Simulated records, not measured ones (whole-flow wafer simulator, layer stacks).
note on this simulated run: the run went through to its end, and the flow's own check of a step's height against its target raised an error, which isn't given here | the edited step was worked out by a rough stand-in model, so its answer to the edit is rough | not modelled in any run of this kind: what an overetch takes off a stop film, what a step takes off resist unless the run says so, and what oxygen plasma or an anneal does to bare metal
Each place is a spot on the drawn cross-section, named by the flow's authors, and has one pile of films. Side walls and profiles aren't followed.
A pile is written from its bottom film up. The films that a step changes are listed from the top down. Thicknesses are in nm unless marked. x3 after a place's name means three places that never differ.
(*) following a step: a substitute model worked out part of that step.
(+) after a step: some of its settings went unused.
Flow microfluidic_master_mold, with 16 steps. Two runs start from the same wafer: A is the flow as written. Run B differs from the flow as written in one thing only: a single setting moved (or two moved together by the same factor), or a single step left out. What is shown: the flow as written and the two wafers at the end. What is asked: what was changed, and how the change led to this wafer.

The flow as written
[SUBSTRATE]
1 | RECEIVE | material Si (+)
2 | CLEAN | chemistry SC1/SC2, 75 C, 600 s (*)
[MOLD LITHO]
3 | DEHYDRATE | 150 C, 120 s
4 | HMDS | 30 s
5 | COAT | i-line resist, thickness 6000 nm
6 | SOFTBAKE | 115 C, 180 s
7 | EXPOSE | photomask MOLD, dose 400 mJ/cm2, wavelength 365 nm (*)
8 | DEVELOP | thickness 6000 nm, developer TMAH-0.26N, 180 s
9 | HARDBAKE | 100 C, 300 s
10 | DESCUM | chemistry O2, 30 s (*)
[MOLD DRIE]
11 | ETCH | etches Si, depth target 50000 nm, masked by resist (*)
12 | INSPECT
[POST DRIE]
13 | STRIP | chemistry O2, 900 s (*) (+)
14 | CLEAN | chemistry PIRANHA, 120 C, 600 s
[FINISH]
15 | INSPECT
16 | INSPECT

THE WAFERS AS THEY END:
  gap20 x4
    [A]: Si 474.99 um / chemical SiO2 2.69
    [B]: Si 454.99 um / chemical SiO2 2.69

What caused this: step 11, ETCH: depth target 70000 nm was run, while the flow as written has depth target 50000 nm.

The path from the change to this, step by step:
  11 | ETCH | etches Si, depth target 50000 nm, masked by resist (*)
      gap20 x4: A chemical SiO2 loses 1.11 (all of it), Si loses 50 um | B chemical SiO2 loses 1.11 (all of it), Si loses 70 um
      ridge: A i-line resist loses 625 | B i-line resist loses 875
  13 | STRIP | chemistry O2, 900 s (*) (+)
      ridge: A i-line resist loses 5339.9 (all of it), chemical SiO2 gains 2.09, Si loses 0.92 | B i-line resist loses 5089.9 (all of it), chemical SiO2 gains 2.09, Si loses 0.92
